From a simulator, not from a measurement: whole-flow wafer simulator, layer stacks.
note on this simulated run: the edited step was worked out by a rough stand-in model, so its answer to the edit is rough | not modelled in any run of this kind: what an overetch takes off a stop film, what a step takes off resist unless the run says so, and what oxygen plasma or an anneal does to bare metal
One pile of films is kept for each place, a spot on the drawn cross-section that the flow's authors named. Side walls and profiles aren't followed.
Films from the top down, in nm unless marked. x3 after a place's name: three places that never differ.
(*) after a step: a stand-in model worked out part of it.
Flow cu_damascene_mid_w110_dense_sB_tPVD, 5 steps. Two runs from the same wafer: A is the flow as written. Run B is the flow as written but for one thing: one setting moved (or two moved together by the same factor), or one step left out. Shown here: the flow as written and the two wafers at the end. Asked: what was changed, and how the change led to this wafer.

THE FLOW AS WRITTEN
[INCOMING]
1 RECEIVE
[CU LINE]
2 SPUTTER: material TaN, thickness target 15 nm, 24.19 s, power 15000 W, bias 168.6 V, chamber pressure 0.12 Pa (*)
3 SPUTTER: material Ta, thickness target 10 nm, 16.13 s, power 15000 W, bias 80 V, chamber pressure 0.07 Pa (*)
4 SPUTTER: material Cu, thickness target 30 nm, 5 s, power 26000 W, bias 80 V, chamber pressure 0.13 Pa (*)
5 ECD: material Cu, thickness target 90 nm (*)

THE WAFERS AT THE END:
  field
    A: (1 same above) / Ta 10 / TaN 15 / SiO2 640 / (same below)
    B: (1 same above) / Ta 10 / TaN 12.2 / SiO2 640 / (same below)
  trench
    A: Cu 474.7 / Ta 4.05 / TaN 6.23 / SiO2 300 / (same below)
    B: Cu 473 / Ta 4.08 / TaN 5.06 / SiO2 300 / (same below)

The cause: step 2, SPUTTER: 19.65 s was run, where the flow has 24.19 s.

How the change led to this, step by step:
  2 SPUTTER: material TaN, thickness target 15 nm, 24.19 s, power 15000 W, bias 168.6 V, chamber pressure 0.12 Pa (*)
      field: A TaN +15 (new film) | B TaN +12.2 (new film)
      trench: A TaN +6.23 (new film) | B TaN +5.06 (new film)
